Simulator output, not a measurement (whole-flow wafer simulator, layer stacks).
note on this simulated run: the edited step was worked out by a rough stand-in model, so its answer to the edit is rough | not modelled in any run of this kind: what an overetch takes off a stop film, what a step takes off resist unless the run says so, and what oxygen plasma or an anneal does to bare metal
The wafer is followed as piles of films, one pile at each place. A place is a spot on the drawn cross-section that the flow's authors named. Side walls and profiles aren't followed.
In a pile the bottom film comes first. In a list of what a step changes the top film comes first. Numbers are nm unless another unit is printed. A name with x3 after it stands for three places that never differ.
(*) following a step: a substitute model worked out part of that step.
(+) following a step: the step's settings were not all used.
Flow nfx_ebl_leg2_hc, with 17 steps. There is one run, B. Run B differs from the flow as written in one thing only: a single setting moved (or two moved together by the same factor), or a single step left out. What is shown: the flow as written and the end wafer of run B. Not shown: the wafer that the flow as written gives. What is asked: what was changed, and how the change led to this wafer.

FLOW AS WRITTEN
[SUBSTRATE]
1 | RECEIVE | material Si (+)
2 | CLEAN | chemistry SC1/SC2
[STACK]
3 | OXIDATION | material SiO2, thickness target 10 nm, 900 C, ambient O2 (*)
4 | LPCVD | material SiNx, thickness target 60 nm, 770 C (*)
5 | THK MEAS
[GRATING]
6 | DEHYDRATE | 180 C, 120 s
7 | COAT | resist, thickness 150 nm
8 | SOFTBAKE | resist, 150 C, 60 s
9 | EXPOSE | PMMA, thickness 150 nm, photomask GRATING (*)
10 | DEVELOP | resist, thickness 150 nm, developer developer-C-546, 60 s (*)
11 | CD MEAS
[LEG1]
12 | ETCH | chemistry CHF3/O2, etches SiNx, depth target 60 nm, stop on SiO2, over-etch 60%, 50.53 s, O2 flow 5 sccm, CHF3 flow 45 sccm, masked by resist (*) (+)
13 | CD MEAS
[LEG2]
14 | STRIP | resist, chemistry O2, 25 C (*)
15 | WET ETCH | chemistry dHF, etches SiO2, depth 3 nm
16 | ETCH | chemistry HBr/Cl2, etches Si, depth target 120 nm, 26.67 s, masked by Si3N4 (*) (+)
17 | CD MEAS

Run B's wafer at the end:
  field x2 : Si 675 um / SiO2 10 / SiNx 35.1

The reason: step 4, LPCVD: thickness target 46.5 nm was run, though the flow has thickness target 60 nm.

How this came from the change, step by step:
  4 | LPCVD | material SiNx, thickness target 60 nm, 770 C (*)
      field x2, pad x2: +46.5 SiNx (new film) (it would be, as written: +60 SiNx (new film))
  12 | ETCH | chemistry CHF3/O2, etches SiNx, depth target 60 nm, stop on SiO2, over-etch 60%, 50.53 s, O2 flow 5 sccm, CHF3 flow 45 sccm, masked by resist (*) (+)
      pad x2: -46.5 SiNx (all of it), -10 SiO2 (all of it) (it would be, as written: -60 SiNx (all of it), -10 SiO2 (all of it))
